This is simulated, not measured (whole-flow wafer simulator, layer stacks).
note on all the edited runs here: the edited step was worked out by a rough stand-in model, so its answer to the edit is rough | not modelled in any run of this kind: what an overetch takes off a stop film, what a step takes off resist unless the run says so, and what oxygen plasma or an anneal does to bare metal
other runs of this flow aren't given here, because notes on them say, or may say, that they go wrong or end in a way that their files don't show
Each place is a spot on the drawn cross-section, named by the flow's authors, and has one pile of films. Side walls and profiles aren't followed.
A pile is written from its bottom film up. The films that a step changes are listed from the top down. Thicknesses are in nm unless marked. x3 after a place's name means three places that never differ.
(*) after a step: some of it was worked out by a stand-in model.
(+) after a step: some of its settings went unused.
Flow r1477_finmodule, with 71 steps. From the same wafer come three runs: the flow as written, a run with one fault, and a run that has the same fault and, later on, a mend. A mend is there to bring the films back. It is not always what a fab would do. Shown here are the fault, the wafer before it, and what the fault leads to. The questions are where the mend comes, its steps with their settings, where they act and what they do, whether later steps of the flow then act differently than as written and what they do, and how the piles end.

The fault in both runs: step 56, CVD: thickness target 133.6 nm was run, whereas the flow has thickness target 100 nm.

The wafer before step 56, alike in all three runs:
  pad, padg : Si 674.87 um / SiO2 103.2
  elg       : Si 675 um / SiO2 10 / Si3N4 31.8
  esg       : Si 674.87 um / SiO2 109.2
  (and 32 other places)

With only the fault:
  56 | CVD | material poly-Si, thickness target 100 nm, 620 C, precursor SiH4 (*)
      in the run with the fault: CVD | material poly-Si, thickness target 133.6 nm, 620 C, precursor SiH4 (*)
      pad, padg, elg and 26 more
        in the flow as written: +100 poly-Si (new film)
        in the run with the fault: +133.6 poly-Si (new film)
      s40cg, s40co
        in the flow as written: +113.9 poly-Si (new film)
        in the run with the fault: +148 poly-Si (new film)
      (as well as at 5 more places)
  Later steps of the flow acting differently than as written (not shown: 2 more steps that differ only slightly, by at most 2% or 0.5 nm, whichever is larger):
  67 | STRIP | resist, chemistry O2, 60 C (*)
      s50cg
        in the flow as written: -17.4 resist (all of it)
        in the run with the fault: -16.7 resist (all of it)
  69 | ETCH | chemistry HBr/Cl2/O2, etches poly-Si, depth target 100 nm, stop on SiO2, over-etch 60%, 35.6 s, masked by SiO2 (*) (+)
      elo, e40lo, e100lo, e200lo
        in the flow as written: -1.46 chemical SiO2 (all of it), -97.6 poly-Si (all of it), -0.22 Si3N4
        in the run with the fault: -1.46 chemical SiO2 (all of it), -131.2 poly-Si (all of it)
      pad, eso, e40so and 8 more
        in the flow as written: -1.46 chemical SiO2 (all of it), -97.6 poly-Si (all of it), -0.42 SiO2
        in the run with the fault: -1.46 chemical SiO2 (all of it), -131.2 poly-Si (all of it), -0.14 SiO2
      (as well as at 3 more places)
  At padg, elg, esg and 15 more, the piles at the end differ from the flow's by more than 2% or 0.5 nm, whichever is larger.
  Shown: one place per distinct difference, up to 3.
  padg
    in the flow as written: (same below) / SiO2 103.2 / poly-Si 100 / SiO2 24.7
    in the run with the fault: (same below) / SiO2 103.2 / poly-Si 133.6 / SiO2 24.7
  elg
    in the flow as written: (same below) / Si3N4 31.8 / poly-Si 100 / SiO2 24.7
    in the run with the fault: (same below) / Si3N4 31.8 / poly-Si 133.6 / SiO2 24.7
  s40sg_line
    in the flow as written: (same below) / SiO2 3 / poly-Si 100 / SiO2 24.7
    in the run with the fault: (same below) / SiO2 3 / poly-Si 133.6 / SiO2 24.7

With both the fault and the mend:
  The mend follows step 56.
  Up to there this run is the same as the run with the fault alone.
  56a | ETCH | chemistry tmah, depth target 237.2 nm
      pad, padg, elg and 26 more
        -133.6 poly-Si (all of it)
      s40cg, s40co
        -148 poly-Si (all of it)
      s45cg, s45co
        -147.6 poly-Si (all of it)
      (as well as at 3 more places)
  56b | CLEAN | chemistry SC1, 46 C, 45 s (*) (a further turn of the flow's step 48)
      s40sg_line, s45sg_line, s50sg_line, s40so_line, s45so_line, s50so_line
        -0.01 SiO2
  56c | CVD | material poly-Si, thickness target 100 nm, 620 C, precursor SiH4 (*) (a further turn of the flow's step 56)
      pad, padg, elg and 26 more
        +100 poly-Si (new film)
      s40cg, s40co
        +113.9 poly-Si (new film)
      s45cg, s45co
        +113.4 poly-Si (new film)
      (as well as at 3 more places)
  Later steps of the flow that are run all act as written at every place that is followed, up to a difference of at most 2% or 0.5 nm, whichever is larger.
  When the end is reached, the piles differ only a little from the flow's at the places that both follow, at most by 2% or 0.5 nm, whichever is larger.
